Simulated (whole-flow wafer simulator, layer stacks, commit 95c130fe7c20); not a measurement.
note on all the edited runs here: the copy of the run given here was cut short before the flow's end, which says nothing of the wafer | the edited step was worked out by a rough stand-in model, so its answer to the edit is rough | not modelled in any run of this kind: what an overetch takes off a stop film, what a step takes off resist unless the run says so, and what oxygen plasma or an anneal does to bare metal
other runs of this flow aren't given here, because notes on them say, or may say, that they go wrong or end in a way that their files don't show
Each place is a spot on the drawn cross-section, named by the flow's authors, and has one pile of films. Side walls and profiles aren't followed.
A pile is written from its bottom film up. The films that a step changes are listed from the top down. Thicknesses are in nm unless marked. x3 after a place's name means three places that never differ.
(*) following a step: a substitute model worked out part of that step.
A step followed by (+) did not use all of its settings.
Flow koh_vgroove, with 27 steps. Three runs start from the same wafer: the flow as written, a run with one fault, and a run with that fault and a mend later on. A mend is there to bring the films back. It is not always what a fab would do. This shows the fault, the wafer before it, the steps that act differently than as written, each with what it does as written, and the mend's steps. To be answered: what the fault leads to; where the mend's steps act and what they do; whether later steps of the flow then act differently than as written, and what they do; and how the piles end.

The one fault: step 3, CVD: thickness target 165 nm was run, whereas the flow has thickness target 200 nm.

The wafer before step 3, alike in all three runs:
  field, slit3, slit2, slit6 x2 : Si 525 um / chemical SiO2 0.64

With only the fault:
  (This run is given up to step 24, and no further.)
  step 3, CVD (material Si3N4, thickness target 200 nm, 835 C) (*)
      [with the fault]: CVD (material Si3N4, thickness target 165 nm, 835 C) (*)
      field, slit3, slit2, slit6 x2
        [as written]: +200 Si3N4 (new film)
        [with the fault]: +165 Si3N4 (new film)
  Later steps of the flow acting differently than as written:
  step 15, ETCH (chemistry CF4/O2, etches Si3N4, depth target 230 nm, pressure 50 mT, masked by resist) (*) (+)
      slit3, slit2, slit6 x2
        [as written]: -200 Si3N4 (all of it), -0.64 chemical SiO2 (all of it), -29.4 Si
        [with the fault]: -165 Si3N4 (all of it), -0.64 chemical SiO2 (all of it), -64.4 Si
  Once step 24 is done, the piles at field depart from the flow's by more than 2% or 0.5 nm, whichever is larger.
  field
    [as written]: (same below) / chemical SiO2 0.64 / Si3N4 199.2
    [with the fault]: (same below) / chemical SiO2 0.64 / Si3N4 164.2

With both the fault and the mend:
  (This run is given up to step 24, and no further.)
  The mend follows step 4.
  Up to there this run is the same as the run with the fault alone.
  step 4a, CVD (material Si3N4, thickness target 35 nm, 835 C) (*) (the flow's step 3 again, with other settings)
      field, slit3, slit2, slit6 x2
        +35 Si3N4
  Later steps of the flow up to step 24 that are run all act as written at every place that is followed.
  Once step 24 is done, the piles equal the flow's at every place that both follow.
